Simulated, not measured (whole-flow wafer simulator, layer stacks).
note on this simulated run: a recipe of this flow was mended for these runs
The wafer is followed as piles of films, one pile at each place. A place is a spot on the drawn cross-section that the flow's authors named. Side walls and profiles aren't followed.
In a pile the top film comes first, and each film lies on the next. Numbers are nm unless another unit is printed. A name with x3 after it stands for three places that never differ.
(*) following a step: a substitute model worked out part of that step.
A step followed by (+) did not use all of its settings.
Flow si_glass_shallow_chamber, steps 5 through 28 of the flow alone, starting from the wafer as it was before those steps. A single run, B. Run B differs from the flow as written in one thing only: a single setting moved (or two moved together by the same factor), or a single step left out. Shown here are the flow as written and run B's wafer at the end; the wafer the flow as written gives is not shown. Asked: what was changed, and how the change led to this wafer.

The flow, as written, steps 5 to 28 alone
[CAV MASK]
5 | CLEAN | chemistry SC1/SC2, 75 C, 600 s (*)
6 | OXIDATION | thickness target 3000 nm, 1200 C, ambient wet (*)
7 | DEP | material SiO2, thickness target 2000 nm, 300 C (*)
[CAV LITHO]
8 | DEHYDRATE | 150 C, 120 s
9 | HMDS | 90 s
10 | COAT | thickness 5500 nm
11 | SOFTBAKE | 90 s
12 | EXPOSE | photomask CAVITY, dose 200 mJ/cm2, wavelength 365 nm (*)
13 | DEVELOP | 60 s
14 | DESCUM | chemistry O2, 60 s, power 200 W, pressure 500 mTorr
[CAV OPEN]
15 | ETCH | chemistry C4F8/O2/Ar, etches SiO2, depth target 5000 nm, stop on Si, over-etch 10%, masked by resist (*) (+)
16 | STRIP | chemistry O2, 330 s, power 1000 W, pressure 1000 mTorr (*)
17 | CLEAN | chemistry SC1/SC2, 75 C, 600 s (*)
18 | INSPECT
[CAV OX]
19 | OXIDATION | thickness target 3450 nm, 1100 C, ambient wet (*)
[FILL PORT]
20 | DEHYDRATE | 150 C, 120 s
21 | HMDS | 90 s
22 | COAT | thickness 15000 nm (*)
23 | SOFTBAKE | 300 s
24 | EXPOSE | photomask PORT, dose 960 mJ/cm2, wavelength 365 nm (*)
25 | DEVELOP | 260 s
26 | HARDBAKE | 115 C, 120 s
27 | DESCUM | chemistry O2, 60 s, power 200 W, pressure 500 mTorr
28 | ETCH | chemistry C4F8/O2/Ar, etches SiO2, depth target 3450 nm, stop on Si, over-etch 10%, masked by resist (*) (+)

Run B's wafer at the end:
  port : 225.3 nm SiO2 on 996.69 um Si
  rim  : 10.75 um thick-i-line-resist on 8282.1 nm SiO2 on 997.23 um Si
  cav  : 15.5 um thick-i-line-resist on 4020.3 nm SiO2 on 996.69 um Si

The reason: step 6, OXIDATION: thickness target 5503 nm was run, while the flow as written has thickness target 3000 nm.

How this came from the change, step by step:
  6 | OXIDATION | thickness target 3000 nm, 1200 C, ambient wet (*)
      rim, ramp, cav, port, septum, ring: SiO2 gains 5503 (new film), chemical SiO2 loses 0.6 (all of it), Si loses 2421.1 (it would be, as written: SiO2 gains 3000 (new film), chemical SiO2 loses 0.6 (all of it), Si loses 1319.7)
  15 | ETCH | chemistry C4F8/O2/Ar, etches SiO2, depth target 5000 nm, stop on Si, over-etch 10%, masked by resist (*) (+)
      cav, port: SiO2 loses 5500 (it would be, as written: SiO2 loses 5000 (all of it), Si loses 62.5)
  16 | STRIP | chemistry O2, 330 s, power 1000 W, pressure 1000 mTorr (*)
      cav, port: nothing (it would be, as written: chemical SiO2 gains 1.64 (new film), Si loses 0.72)
  17 | CLEAN | chemistry SC1/SC2, 75 C, 600 s (*)
      cav, port: SiO2 loses 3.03 (it would be, as written: chemical SiO2 loses 1.04, Si loses 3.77)
  19 | OXIDATION | thickness target 3450 nm, 1100 C, ambient wet (*)
      cav, port: SiO2 gains 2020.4, Si loses 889 (it would be, as written: SiO2 gains 3450 (new film), chemical SiO2 loses 0.6 (all of it), Si loses 1517.7)
      rim, ramp, septum, ring: SiO2 gains 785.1, Si loses 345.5 (it would be, as written: SiO2 gains 1110.9, Si loses 488.8)
  22 | COAT | thickness 15000 nm (*)
      rim: thick-i-line-resist gains 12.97 um (new film) (it would be, as written: thick-i-line-resist gains 13.4 um (new film))
      ramp: thick-i-line-resist gains 12.33 um (new film) (it would be, as written: thick-i-line-resist gains 12.89 um (new film))
      (also at 4 further places)
  23 | SOFTBAKE | 300 s
      rim: thick-i-line-resist loses 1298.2 (it would be, as written: thick-i-line-resist loses 997)
      ramp: thick-i-line-resist loses 649.9 (it would be, as written: thick-i-line-resist loses 487.1)
      (also at 4 further places)
  25 | DEVELOP | 260 s
      port: thick-i-line-resist loses 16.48 um (all of it) (it would be, as written: thick-i-line-resist loses 16.16 um (all of it))
  26 | HARDBAKE | 115 C, 120 s
      rim, ramp: thick-i-line-resist loses 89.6 (it would be, as written: thick-i-line-resist loses 98.2)
      cav: thick-i-line-resist loses 151.6 (it would be, as written: thick-i-line-resist loses 147.1)
  28 | ETCH | chemistry C4F8/O2/Ar, etches SiO2, depth target 3450 nm, stop on Si, over-etch 10%, masked by resist (*) (+)
      port: SiO2 loses 3795 (it would be, as written: SiO2 loses 3450 (all of it), Si loses 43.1)
